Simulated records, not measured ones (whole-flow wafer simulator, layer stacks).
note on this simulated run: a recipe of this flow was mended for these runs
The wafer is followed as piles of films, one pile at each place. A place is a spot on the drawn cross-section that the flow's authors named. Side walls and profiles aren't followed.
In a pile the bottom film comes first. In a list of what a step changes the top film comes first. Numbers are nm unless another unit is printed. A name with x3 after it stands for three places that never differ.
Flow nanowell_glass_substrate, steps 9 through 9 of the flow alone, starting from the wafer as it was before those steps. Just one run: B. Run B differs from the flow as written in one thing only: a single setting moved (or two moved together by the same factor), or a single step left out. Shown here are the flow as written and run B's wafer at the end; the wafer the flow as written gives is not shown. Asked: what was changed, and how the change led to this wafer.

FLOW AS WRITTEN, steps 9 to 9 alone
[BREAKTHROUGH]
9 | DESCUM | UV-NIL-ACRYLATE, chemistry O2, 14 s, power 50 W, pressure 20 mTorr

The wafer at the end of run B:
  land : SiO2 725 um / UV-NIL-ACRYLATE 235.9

The reason: step 9, DESCUM: 22.2 s was run, whereas the flow has 14 s.

How this came from the change, step by step:
  9 | DESCUM | UV-NIL-ACRYLATE, chemistry O2, 14 s, power 50 W, pressure 20 mTorr
      land: -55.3 UV-NIL-ACRYLATE (it would be, as written: -34.9 UV-NIL-ACRYLATE)
